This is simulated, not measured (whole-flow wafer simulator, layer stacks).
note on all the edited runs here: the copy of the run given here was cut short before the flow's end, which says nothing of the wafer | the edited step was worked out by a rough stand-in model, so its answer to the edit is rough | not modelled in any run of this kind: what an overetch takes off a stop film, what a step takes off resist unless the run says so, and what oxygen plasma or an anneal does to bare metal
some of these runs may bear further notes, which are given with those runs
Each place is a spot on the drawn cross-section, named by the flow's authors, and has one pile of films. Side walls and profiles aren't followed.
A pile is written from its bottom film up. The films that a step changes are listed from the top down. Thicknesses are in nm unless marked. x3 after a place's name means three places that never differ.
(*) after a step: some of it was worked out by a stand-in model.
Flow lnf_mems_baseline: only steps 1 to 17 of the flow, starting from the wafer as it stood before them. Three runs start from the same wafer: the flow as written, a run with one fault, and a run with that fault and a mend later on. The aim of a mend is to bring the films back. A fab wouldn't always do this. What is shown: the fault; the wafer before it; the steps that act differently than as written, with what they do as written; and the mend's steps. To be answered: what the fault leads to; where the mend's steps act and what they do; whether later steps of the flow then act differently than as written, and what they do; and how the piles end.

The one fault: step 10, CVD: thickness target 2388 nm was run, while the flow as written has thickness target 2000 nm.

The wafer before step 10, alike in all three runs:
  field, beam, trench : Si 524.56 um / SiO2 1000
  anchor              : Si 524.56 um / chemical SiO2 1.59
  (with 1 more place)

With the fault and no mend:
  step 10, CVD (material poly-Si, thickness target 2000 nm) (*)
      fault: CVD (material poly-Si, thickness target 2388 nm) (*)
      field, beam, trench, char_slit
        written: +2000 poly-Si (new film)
        fault: +2388 poly-Si (new film)
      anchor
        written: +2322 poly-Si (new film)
        fault: +2857.2 poly-Si (new film)
  Steps later in the flow that act otherwise than as written (1 more step, not shown, differs only slightly: by at most 2% or 0.5 nm, whichever is larger):
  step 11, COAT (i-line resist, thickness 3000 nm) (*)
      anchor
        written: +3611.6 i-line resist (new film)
        fault: +3471.4 i-line resist (new film)
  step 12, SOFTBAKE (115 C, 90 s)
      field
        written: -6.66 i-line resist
        fault: -6.03 i-line resist
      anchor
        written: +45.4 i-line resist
        fault: +40.4 i-line resist
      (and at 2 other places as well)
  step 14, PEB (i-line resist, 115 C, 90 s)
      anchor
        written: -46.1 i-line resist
        fault: -43.5 i-line resist
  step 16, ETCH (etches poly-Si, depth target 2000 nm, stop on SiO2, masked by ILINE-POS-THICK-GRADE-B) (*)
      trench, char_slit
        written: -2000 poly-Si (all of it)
        fault: -2000 poly-Si
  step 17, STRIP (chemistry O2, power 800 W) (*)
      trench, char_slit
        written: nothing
        fault: +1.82 chemical SiO2 (new film), -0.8 poly-Si
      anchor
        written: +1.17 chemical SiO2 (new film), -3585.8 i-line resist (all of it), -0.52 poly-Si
        fault: +1.16 chemical SiO2 (new film), -3443.2 i-line resist (all of it), -0.51 poly-Si
  At field, anchor, beam, trench, char_slit, the piles at the end differ from the flow's by more than 2% or 0.5 nm, whichever is larger.
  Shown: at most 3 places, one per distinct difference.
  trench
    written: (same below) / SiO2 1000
    fault: (same below) / SiO2 1000 / poly-Si 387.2 / chemical SiO2 1.82
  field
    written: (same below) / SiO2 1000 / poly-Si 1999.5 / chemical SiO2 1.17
    fault: (same below) / SiO2 1000 / poly-Si 2387.5 / chemical SiO2 1.16
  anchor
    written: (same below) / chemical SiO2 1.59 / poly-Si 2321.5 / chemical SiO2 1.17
    fault: (same below) / chemical SiO2 1.59 / poly-Si 2856.7 / chemical SiO2 1.16

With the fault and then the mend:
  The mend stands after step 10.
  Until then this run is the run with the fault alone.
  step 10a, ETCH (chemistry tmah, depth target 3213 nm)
      field, beam, trench, char_slit
        -2388 poly-Si (all of it)
      anchor
        -2857.2 poly-Si (all of it)
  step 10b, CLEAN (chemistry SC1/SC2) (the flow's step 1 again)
      alters no film at any place that is followed
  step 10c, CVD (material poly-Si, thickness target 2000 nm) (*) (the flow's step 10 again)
      field, beam, trench, char_slit
        +2000 poly-Si (new film)
      anchor
        +2322 poly-Si (new film)
  None of the later steps of the flow acts differently than as written at any place that is followed.
  The piles end the same as the flow's at every place that both follow.
